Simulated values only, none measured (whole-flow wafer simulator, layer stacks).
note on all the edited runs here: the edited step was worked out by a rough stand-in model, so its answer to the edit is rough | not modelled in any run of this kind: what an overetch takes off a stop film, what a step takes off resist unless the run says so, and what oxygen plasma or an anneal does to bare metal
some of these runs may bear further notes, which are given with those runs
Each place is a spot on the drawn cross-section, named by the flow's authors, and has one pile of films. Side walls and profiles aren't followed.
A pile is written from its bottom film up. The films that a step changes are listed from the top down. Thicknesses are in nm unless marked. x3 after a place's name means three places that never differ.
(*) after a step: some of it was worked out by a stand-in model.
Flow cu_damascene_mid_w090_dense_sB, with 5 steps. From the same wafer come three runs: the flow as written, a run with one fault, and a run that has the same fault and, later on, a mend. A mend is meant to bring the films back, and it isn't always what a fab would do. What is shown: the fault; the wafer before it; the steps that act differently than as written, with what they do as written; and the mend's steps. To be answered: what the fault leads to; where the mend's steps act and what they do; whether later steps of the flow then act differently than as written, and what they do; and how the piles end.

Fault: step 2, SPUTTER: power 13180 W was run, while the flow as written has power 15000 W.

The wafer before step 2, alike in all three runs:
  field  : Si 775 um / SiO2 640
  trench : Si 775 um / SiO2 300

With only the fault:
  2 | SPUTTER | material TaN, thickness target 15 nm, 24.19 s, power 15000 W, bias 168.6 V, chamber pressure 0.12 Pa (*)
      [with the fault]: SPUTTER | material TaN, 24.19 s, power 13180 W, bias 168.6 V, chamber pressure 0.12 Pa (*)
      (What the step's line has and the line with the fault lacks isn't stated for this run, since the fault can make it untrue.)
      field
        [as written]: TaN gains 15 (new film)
        [with the fault]: TaN gains 13.2 (new film)
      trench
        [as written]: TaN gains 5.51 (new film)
        [with the fault]: TaN gains 4.84 (new film)
  Later steps of the flow that are run all act as written at every place that is followed, up to a difference of at most 2% or 0.5 nm, whichever is larger.
  At field, trench, the piles at the end differ from the flow's by more than 2% or 0.5 nm, whichever is larger.
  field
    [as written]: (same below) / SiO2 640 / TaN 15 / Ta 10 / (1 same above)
    [with the fault]: (same below) / SiO2 640 / TaN 13.2 / Ta 10 / (1 same above)
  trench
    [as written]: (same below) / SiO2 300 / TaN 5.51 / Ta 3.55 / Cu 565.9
    [with the fault]: (same below) / SiO2 300 / TaN 4.84 / Ta 3.57 / Cu 564.8

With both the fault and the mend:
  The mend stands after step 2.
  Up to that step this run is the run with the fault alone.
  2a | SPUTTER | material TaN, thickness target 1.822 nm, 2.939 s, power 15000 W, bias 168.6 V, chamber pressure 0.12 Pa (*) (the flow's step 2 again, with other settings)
      field
        TaN gains 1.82
      trench
        TaN gains 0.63
  Later steps of the flow that are run all act as written at every place that is followed.
  At the end the piles are close to the flow's at the places that both follow, differing by at most 2% or 0.5 nm, whichever is larger.
